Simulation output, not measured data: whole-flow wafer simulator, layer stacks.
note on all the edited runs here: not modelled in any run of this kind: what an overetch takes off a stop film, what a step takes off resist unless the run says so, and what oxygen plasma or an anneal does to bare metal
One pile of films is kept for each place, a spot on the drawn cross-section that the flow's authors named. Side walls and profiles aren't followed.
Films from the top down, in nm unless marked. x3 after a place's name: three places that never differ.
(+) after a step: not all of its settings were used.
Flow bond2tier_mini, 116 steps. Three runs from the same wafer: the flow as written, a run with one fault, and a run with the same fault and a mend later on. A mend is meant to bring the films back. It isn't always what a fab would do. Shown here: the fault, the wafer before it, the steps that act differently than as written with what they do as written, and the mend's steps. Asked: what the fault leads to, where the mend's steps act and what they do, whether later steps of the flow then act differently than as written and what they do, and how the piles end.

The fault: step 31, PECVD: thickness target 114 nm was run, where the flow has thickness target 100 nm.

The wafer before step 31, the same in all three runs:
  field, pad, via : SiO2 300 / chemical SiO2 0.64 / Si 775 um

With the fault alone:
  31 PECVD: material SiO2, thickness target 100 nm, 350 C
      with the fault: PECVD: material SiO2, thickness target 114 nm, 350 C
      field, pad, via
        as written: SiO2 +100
        with the fault: SiO2 +114
  No later step of the flow acts differently than as written at any place that is followed.
  At the end the piles differ from the flow's by more than 2% or 0.5 nm, whichever is larger, at pad.
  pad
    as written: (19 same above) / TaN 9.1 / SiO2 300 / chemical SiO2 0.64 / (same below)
    with the fault: (19 same above) / TaN 9.1 / SiO2 314 / chemical SiO2 0.64 / (same below)

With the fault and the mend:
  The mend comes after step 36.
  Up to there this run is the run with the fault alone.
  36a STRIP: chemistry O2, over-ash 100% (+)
      field
        KrF resist -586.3 (all of it)
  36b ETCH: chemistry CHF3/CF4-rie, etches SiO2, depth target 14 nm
      field, pad, via
        SiO2 -14
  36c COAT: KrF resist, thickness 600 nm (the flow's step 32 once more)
      field, pad, via
        KrF resist +600 (new film)
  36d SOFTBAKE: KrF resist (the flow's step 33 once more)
      changes no film at any place that is followed
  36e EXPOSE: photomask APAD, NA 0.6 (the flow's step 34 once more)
      changes no film at any place that is followed
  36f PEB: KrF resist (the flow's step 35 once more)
      changes no film at any place that is followed
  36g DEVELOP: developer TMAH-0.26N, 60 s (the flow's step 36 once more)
      pad, via
        KrF resist -600 (all of it)
      field
        KrF resist -13.7
  No later step of the flow acts differently than as written at any place that is followed.
  At the end the piles are the same as the flow's at every place that both follow.
